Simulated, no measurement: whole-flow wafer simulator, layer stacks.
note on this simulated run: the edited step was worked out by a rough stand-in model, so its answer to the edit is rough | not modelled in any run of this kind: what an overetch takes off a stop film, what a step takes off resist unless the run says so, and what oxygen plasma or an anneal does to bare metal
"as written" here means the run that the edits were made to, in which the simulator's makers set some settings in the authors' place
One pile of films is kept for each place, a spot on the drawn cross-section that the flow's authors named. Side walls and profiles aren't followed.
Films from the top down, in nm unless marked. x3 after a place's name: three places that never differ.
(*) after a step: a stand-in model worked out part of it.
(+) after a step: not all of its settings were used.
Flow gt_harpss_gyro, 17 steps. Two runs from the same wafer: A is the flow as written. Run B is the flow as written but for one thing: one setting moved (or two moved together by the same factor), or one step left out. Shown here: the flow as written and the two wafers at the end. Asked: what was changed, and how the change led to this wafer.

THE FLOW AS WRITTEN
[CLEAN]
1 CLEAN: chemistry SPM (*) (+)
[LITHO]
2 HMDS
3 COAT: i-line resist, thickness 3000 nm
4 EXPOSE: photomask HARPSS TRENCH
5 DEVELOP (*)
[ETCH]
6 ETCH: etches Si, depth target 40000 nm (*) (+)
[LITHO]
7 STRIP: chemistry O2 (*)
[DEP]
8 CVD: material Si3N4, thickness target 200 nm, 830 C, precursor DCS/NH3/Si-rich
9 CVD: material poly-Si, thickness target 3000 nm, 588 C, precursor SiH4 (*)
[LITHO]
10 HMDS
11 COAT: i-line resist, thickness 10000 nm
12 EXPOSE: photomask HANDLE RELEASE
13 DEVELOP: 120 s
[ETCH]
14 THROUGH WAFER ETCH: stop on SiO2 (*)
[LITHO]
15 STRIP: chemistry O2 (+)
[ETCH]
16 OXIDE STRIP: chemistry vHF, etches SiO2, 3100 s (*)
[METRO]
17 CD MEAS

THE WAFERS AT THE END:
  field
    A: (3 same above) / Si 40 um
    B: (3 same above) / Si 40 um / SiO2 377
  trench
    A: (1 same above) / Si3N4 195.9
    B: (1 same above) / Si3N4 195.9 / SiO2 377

The cause: step 16, OXIDE STRIP: 2092 s was run, where the flow has 3100 s.

How the change led to this, step by step:
  16 OXIDE STRIP: chemistry vHF, etches SiO2, 3100 s (*)
      field: A under 4 films: SiO2 -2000 (all of it) | B under 4 films: SiO2 -1623
      trench: A under 2 films: SiO2 -2000 (all of it) | B under 2 films: SiO2 -1623
